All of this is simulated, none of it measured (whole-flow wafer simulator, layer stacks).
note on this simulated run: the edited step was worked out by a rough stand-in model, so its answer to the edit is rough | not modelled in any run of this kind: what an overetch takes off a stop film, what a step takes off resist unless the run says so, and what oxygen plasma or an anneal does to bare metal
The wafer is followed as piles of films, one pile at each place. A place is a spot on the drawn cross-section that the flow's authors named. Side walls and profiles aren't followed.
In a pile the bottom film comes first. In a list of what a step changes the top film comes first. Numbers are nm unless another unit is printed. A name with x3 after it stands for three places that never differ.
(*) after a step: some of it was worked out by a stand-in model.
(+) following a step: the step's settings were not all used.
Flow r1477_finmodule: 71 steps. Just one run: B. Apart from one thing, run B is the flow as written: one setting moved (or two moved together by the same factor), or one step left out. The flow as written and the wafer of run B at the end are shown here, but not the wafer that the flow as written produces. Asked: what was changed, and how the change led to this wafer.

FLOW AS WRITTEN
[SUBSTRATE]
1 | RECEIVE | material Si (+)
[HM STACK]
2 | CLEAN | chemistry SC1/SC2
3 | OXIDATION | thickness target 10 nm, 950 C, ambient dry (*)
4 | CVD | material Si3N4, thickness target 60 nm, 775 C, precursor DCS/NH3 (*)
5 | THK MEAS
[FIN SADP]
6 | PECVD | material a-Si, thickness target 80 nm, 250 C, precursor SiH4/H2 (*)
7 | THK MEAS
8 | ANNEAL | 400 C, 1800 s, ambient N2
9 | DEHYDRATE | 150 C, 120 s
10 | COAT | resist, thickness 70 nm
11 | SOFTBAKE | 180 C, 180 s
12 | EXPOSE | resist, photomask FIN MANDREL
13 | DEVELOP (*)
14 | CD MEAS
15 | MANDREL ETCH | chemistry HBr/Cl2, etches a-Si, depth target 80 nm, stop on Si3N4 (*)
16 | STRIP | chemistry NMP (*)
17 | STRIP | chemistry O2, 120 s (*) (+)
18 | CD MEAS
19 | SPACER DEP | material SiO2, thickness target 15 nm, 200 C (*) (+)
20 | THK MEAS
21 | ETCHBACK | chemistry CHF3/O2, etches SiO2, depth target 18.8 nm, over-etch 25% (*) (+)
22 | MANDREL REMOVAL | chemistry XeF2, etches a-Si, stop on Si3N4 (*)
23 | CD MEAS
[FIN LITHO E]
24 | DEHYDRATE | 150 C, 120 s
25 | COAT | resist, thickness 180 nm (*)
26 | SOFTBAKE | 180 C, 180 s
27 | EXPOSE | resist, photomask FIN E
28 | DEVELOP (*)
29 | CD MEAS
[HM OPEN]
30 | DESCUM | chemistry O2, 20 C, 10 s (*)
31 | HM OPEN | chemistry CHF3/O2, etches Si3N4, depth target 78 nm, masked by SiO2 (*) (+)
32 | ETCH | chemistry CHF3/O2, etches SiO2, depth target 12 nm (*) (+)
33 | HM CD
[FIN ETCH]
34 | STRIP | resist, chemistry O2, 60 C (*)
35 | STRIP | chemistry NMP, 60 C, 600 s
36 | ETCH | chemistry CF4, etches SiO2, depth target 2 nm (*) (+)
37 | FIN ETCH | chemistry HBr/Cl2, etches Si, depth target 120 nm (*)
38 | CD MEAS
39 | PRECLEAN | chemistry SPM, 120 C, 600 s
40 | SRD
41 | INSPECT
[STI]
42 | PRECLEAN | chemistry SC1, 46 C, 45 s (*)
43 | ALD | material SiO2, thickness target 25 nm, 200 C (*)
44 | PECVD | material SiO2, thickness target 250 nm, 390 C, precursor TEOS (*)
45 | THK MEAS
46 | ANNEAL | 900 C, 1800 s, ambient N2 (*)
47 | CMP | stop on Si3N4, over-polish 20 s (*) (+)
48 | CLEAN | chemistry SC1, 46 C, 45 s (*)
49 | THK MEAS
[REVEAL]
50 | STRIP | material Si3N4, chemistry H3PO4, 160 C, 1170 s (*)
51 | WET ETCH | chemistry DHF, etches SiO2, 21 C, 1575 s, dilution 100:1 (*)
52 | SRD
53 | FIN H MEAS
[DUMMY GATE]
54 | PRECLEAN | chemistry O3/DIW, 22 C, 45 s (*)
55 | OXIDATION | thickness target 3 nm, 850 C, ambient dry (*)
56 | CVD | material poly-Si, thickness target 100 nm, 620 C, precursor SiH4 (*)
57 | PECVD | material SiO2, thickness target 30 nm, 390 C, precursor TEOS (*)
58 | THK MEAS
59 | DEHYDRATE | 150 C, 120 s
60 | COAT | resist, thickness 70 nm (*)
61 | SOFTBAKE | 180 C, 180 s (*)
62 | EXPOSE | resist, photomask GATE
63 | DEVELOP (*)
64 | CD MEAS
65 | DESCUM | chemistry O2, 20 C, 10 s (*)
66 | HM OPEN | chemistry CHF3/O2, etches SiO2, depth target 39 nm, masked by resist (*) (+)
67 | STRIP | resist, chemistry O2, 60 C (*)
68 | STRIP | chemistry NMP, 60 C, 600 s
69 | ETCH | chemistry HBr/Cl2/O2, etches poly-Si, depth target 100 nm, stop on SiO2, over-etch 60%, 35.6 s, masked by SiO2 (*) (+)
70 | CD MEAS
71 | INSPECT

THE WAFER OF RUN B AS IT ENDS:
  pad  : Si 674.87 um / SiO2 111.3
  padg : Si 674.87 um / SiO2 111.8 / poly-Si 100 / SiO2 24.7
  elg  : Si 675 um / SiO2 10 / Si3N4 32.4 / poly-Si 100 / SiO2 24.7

Cause: step 51, WET ETCH: 1418 s was run, while the flow as written has 1575 s.

Step by step, how the change led to this:
  51 | WET ETCH | chemistry DHF, etches SiO2, 21 C, 1575 s, dilution 100:1 (*)
      pad, padg, e40sg and 12 more: -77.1 SiO2 (as written it would have been: -85.7 SiO2)
      elg, e40lg, e100lg, e200lg, elo, e40lo, e100lo, e200lo: -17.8 SiO2 (all of it), -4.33 Si3N4 (as written it would have been: -17.8 SiO2 (all of it), -4.97 Si3N4)
      (and at 7 other places as well)
  56 | CVD | material poly-Si, thickness target 100 nm, 620 C, precursor SiH4 (*)
      s40cg, s40co: +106 poly-Si (new film) (as written it would have been: +113.9 poly-Si (new film))
      s45cg, s45co: +105.5 poly-Si (new film) (as written it would have been: +113.4 poly-Si (new film))
      (and at 3 other places as well)
  60 | COAT | resist, thickness 70 nm (*)
      e40sg, eso, e40so: +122 resist (new film) (as written it would have been: +129.5 resist (new film))
      e100sg, e100so: +121.9 resist (new film) (as written it would have been: +129.4 resist (new film))
      (and at 8 other places as well)
  63 | DEVELOP (*)
      eso, e40so: -122 resist (all of it) (as written it would have been: -129.5 resist (all of it))
      e100so: -121.9 resist (all of it) (as written it would have been: -129.4 resist (all of it))
      (and at 4 other places as well)
  67 | STRIP | resist, chemistry O2, 60 C (*)
      e40sg: -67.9 resist (all of it) (as written it would have been: -75.4 resist (all of it))
      e100sg: -67.8 resist (all of it) (as written it would have been: -75.3 resist (all of it))
      (and at 4 other places as well)
  69 | ETCH | chemistry HBr/Cl2/O2, etches poly-Si, depth target 100 nm, stop on SiO2, over-etch 60%, 35.6 s, masked by SiO2 (*) (+)
      s40co: -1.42 chemical SiO2 (all of it), -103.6 poly-Si (all of it), -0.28 SiO2 (as written it would have been: -1.46 chemical SiO2 (all of it), -111.5 poly-Si (all of it), -0.24 SiO2)
      s45co: -1.42 chemical SiO2 (all of it), -103.1 poly-Si (all of it), -0.28 SiO2 (as written it would have been: -1.46 chemical SiO2 (all of it), -110.9 poly-Si (all of it), -0.25 SiO2)
      (and at 1 other place as well)
